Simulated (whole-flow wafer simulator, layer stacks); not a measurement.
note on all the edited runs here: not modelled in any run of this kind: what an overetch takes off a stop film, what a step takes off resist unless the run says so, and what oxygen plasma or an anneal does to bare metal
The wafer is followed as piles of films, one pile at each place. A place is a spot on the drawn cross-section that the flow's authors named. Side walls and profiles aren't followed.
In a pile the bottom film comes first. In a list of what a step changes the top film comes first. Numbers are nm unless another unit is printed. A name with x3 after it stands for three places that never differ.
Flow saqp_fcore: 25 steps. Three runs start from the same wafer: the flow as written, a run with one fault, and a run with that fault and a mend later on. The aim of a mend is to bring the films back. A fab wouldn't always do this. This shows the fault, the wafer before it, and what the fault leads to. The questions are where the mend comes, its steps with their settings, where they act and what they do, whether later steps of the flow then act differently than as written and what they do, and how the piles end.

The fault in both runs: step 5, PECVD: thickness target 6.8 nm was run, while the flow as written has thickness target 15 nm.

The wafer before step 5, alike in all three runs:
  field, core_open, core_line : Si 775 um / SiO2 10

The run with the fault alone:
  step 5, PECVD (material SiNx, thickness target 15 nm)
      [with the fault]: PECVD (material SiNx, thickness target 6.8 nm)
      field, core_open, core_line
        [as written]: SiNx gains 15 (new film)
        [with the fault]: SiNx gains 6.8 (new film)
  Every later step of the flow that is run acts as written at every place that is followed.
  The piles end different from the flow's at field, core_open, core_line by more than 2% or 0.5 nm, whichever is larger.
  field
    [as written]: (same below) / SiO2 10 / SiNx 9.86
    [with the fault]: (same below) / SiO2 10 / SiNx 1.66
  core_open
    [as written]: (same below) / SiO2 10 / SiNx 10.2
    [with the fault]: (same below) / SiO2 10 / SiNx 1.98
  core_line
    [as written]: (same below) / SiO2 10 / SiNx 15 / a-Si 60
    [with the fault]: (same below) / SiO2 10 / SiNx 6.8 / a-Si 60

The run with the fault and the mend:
  The mend stands after step 5.
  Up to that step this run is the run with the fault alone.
  step 5a, PECVD (material SiNx, thickness target 8.2 nm) (the flow's step 5, run once more with other settings)
      field, core_open, core_line
        SiNx gains 8.2
  Every later step of the flow that is run acts as written at every place that is followed.
  At every place that both follow, the piles at the end match the flow's.
